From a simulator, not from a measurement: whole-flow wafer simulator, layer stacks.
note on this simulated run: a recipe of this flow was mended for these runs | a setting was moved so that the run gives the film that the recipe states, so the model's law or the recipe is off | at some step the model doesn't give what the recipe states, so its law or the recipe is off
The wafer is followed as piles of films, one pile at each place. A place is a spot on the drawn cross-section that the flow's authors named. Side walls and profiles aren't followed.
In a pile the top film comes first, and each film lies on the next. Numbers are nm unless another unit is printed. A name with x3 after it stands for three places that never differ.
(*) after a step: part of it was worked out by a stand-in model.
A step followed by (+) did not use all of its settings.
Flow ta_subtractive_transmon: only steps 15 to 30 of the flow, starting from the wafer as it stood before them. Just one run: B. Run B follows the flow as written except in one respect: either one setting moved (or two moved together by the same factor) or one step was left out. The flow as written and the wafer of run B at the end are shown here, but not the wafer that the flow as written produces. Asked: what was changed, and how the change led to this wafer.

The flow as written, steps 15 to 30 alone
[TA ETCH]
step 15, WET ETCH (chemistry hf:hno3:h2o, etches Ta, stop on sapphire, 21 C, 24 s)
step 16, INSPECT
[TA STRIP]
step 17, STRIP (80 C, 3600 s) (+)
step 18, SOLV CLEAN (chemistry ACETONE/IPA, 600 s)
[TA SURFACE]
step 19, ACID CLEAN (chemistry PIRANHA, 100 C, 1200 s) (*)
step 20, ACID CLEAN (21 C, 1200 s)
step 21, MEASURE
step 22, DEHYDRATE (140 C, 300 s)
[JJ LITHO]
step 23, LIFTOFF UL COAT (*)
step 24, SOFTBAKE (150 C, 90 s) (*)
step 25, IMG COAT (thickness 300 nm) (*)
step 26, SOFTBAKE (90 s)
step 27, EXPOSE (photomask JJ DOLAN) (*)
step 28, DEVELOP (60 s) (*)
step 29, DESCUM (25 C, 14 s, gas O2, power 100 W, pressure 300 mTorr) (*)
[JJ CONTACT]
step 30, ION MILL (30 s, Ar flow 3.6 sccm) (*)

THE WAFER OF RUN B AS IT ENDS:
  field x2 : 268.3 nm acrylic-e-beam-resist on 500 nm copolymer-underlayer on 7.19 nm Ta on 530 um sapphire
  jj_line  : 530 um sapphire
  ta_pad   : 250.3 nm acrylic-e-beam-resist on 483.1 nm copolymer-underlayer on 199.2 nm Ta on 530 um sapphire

The reason: step 15, WET ETCH: 19.2 s was run, though the flow has 24 s.

How this came from the change, step by step:
  step 15, WET ETCH (chemistry hf:hno3:h2o, etches Ta, stop on sapphire, 21 C, 24 s)
      field x2, jj_line, lead: Ta loses 192 (in the flow as written it would be: Ta loses 199.7 (all of it))
  step 30, ION MILL (30 s, Ar flow 3.6 sccm) (*)
      jj_line, lead: Ta loses 7.19 (all of it), sapphire loses 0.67 (in the flow as written it would be: sapphire loses 2.8)
Taking metal films that touch as one body, field x2 has 1 body; the flow as written gives 0 bodies.
